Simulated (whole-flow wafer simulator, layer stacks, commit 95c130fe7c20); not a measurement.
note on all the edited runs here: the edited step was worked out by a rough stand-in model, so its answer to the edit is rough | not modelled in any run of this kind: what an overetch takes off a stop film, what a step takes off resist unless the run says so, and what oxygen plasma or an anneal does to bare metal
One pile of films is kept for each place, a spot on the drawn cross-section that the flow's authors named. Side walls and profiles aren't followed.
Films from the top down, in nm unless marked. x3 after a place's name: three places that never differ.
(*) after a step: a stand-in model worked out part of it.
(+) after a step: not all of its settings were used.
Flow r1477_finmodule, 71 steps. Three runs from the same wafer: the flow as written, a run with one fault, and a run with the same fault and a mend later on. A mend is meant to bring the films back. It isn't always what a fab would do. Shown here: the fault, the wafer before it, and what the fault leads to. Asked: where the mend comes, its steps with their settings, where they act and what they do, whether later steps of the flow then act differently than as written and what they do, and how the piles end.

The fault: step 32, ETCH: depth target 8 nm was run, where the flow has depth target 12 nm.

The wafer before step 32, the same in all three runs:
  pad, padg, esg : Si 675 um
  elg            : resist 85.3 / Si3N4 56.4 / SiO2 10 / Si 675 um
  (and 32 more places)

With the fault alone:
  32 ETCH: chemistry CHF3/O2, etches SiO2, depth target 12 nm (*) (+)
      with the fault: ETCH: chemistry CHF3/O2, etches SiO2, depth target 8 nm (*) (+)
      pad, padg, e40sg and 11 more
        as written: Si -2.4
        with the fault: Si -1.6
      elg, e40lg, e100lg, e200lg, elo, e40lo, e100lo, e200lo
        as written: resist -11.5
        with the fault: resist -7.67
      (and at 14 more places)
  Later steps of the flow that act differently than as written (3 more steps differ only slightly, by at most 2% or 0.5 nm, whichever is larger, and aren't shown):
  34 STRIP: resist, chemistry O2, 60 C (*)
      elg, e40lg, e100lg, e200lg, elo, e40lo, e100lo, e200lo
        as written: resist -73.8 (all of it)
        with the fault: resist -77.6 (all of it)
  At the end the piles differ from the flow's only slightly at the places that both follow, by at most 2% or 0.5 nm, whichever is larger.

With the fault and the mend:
  The mend comes after step 32.
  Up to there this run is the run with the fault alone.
  32a ETCH: chemistry CHF3/O2, etches SiO2, depth target 4 nm (*) (the flow's step 32 once more, with other settings)
      pad, padg, e40sg and 11 more
        Si -0.8
      elg, e40lg, e100lg, e200lg, elo, e40lo, e100lo, e200lo
        resist -3.83
      s40sg_line, s45sg_line, s50sg_line, s40so_line, s45so_line, s50so_line
        SiO2 -4
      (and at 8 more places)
  No later step of the flow acts differently than as written, at any place that is followed, by more than 2% or 0.5 nm, whichever is larger.
  At the end the piles differ from the flow's only slightly at the places that both follow, by at most 2% or 0.5 nm, whichever is larger.
